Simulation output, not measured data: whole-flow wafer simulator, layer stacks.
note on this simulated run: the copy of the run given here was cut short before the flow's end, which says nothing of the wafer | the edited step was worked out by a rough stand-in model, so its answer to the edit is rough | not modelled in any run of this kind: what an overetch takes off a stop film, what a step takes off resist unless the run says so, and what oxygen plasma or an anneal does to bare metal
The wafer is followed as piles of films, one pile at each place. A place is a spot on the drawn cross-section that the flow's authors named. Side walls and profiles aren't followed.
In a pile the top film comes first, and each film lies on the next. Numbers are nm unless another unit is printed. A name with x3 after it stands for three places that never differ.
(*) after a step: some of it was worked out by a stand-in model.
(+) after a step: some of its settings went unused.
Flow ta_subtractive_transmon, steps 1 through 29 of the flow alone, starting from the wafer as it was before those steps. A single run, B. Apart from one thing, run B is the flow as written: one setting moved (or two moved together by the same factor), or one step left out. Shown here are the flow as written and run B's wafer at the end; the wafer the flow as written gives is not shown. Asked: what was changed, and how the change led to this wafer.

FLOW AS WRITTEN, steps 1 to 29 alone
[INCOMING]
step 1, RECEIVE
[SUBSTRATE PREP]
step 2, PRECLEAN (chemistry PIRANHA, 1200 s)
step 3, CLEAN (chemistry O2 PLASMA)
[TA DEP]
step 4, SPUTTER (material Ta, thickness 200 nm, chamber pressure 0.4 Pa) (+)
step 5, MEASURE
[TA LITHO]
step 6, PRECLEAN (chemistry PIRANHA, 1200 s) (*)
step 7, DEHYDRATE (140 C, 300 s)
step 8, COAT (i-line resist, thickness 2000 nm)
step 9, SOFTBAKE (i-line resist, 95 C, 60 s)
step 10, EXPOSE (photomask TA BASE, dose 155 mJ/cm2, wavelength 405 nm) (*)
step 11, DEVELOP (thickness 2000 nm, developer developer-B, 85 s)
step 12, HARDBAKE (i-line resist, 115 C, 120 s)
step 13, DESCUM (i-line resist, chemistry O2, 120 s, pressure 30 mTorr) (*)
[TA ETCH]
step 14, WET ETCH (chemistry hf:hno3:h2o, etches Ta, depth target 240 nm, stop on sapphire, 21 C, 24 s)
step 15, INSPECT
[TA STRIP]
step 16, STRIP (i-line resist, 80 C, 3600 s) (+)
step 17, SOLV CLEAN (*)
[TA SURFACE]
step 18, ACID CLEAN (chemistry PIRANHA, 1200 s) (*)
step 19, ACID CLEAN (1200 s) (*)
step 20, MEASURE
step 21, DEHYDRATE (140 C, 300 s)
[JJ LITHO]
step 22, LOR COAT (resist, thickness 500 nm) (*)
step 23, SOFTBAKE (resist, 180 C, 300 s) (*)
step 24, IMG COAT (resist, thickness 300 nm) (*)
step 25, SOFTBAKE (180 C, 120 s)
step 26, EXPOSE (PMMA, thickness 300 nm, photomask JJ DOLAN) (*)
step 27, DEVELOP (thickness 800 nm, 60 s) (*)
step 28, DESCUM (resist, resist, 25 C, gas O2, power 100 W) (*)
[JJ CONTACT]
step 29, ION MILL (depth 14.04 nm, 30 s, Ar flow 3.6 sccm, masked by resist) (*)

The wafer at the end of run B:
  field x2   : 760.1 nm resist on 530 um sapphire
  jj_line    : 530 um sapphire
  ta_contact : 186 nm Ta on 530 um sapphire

What caused this: step 29, ION MILL: 43.5 s was run, whereas the flow has 30 s.

How this came from the change, step by step:
  step 29, ION MILL (depth 14.04 nm, 30 s, Ar flow 3.6 sccm, masked by resist) (*)
      field x2, ta_pad: resist loses 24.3 (in the flow as written it would be: resist loses 16.8)
      jj_line, lead: sapphire loses 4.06 (in the flow as written it would be: sapphire loses 2.8)
      (also at 1 further place)
